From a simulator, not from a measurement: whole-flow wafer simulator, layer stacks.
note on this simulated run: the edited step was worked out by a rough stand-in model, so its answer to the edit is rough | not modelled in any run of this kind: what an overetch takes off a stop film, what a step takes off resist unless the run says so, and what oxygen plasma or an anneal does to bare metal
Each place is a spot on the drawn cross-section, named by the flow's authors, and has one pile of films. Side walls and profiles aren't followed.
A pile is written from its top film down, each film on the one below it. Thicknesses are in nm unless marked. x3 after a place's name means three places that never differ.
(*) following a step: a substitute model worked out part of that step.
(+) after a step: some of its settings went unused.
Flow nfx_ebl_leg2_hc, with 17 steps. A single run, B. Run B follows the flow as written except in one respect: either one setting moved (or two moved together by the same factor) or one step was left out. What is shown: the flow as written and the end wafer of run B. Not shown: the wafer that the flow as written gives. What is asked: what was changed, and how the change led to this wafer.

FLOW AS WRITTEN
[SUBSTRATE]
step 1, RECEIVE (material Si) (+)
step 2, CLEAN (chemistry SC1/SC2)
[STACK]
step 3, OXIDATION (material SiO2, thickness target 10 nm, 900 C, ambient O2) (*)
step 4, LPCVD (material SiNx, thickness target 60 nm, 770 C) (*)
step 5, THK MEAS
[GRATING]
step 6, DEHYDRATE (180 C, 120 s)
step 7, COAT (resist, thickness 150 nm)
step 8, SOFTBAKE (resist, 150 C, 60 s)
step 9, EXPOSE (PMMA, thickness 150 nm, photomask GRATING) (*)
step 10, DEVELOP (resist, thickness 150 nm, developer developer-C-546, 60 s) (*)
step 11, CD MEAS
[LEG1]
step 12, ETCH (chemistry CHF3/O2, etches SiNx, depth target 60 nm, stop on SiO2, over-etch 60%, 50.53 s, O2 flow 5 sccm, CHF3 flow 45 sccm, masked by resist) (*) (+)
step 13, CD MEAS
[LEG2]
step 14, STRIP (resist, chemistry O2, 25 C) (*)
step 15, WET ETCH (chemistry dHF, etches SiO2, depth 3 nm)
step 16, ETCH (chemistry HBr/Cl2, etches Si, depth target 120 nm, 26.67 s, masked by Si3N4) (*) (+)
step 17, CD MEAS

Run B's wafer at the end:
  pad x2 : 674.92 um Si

What caused this: step 16, ETCH: depth target 72 nm was run, whereas the flow has depth target 120 nm.

The path from the change to this, step by step:
  step 16, ETCH (chemistry HBr/Cl2, etches Si, depth target 120 nm, 26.67 s, masked by Si3N4) (*) (+)
      pad x2: Si loses 72 (it would be, as written: Si loses 120)
